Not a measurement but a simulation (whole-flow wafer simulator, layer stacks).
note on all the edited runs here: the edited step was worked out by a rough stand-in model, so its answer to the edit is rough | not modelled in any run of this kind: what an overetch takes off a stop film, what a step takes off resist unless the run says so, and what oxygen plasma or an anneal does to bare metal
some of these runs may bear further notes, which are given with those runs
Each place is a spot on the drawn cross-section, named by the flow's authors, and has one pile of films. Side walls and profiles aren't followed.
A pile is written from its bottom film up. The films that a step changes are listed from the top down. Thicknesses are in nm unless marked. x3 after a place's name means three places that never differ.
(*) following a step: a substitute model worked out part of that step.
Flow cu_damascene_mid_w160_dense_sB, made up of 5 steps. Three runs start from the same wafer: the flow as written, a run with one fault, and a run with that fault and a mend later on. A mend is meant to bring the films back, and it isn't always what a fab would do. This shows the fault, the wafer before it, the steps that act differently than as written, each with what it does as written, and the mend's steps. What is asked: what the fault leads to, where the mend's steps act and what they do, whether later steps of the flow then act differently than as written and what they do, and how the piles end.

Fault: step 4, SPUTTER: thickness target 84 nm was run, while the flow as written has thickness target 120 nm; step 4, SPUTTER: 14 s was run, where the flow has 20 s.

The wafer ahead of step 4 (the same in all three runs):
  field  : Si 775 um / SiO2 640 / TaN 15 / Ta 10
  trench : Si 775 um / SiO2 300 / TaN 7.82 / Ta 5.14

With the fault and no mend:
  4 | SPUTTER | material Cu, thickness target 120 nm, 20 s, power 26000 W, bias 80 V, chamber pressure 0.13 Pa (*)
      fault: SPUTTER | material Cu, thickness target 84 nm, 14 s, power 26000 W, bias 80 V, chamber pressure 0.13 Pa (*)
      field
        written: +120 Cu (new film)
        fault: +84 Cu (new film)
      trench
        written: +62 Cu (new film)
        fault: +43.4 Cu (new film)
  Steps further on in the flow that do not act as written:
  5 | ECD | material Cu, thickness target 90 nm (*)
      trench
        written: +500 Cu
        fault: +482.6 Cu
  The piles end different from the flow's at field, trench by more than 2% or 0.5 nm, whichever is larger.
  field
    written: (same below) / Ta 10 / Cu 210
    fault: (same below) / Ta 10 / Cu 174
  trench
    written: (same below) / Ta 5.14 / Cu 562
    fault: (same below) / Ta 5.14 / Cu 526

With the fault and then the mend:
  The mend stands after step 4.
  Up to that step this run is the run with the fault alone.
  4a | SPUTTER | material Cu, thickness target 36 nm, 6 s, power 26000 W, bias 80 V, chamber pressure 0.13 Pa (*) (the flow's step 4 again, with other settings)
      field
        +36 Cu
      trench
        +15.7 Cu
  Every later step of the flow that is run acts as written, at every place that is followed, to within 2% or 0.5 nm, whichever is larger.
  The piles end the same as the flow's at every place that both follow.
